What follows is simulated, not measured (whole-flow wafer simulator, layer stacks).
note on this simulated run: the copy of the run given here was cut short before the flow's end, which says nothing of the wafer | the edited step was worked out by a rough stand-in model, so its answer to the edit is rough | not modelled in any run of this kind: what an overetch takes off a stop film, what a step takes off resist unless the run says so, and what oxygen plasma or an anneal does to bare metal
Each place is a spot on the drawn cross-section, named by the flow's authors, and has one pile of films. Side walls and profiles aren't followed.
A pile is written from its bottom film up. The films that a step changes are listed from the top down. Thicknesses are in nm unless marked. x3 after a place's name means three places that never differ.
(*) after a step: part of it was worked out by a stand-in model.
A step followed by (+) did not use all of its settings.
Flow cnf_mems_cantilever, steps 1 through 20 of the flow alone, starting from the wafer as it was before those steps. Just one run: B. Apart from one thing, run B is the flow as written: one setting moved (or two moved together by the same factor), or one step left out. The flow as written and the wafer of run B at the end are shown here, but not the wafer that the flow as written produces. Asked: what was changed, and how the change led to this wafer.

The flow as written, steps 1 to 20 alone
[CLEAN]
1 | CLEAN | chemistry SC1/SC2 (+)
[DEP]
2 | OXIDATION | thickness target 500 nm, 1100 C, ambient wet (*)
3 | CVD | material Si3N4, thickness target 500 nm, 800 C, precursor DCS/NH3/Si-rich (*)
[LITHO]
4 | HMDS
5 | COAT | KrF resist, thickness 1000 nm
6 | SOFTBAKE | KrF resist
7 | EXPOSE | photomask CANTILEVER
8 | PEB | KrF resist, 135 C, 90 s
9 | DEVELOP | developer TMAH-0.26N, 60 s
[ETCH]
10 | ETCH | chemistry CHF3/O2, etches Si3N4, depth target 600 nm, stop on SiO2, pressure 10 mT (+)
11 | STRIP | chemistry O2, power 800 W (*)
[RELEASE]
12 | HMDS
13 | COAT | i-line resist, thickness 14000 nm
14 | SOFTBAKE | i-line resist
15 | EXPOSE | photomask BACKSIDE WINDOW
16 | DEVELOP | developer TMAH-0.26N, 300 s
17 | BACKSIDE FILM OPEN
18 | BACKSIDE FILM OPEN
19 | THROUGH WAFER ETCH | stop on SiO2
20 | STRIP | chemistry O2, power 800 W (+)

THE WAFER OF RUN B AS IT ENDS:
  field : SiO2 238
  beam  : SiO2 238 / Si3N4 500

Cause: step 2, OXIDATION: thickness target 238 nm was run, whereas the flow has thickness target 500 nm.
The wafer lets one read it off: field has SiO2 238, and step 2 as written asks for 500 nm.

The path from the change to this, step by step:
  2 | OXIDATION | thickness target 500 nm, 1100 C, ambient wet (*)
      field, beam: +238 SiO2 (new film), -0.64 chemical SiO2 (all of it), -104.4 Si (as written it would have been: +500 SiO2 (new film), -0.64 chemical SiO2 (all of it), -219.7 Si)
  19 | THROUGH WAFER ETCH | stop on SiO2
      field: under 1 film: -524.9 um Si (all of it) (as written it would have been: under 1 film: -524.78 um Si (all of it))
      beam: under 2 films: -524.9 um Si (all of it) (as written it would have been: under 2 films: -524.78 um Si (all of it))
